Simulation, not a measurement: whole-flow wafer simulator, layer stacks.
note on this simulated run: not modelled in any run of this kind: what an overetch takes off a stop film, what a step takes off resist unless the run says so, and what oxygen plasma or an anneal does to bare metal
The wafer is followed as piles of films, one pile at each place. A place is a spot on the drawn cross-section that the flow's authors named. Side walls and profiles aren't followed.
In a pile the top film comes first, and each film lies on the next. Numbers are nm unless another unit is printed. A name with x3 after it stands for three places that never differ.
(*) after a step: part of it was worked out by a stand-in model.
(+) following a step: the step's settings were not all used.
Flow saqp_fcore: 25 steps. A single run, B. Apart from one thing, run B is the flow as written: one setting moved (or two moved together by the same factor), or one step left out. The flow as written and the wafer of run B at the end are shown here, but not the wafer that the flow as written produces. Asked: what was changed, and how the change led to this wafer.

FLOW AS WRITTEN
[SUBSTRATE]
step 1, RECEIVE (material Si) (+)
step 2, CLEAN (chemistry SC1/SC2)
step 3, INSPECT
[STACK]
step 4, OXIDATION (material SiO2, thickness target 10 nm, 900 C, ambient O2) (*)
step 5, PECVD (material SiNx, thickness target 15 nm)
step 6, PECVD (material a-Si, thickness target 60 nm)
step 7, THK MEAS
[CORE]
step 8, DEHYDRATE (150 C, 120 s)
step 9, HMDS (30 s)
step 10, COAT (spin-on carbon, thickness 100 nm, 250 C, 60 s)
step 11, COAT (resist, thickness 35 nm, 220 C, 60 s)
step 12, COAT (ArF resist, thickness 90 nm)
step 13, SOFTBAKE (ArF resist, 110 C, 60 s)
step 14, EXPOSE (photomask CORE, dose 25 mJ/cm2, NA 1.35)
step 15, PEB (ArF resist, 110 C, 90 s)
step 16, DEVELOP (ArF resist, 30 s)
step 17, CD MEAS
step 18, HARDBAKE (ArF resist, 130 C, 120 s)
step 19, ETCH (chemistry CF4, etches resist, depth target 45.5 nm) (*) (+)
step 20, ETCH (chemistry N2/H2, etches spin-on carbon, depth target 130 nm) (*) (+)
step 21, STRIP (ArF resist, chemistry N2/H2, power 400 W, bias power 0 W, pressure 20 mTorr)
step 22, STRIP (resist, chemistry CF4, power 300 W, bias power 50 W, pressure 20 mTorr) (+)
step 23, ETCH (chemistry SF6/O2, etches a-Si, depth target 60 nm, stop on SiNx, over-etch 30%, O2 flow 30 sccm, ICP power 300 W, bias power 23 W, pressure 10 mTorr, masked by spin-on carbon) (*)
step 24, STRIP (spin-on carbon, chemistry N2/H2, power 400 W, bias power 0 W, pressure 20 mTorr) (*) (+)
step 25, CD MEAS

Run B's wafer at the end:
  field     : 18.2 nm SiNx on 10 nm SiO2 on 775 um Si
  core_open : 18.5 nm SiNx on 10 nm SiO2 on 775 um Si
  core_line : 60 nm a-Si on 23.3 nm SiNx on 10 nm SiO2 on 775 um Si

What caused this: step 5, PECVD: thickness target 23.3 nm was run, whereas the flow has thickness target 15 nm.
One can read it off the wafer: core_line has SiNx 23.3, and step 5 as written asks for 15 nm.

Step by step, how the change led to this:
  step 5, PECVD (material SiNx, thickness target 15 nm)
      field, core_open, core_line: SiNx gains 23.3 (new film) (it would be, as written: SiNx gains 15 (new film))
